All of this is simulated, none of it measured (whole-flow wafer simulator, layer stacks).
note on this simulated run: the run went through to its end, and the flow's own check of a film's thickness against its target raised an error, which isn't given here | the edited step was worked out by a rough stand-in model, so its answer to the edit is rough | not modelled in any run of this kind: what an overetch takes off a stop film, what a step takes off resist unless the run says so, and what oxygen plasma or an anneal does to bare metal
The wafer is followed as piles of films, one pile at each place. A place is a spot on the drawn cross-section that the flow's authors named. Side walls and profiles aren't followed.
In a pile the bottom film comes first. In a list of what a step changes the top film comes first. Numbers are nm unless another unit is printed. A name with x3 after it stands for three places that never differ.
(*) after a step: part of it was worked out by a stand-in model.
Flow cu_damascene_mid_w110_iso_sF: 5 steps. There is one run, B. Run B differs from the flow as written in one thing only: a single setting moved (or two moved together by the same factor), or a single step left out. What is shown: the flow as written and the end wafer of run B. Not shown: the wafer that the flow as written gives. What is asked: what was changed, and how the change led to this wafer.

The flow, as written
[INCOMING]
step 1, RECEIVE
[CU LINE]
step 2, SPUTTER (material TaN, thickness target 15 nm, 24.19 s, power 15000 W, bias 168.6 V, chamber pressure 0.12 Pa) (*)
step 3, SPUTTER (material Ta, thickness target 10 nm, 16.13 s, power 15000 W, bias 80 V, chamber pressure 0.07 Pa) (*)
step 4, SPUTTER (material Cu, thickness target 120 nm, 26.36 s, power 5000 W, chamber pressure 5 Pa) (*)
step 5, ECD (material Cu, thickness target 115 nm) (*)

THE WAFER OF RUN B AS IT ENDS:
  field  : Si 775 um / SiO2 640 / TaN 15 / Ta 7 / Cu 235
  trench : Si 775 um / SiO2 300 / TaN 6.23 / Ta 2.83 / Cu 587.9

The reason: step 3, SPUTTER: thickness target 7 nm was run, while the flow as written has thickness target 10 nm.
The wafer lets one read it off: field has Ta 7, and step 3 as written asks for 10 nm.

Step by step, how the change led to this:
  step 3, SPUTTER (material Ta, thickness target 10 nm, 16.13 s, power 15000 W, bias 80 V, chamber pressure 0.07 Pa) (*)
      field: Ta gains 7 (new film) (in the flow as written it would be: Ta gains 10 (new film))
      trench: Ta gains 2.83 (new film) (in the flow as written it would be: Ta gains 4.05 (new film))
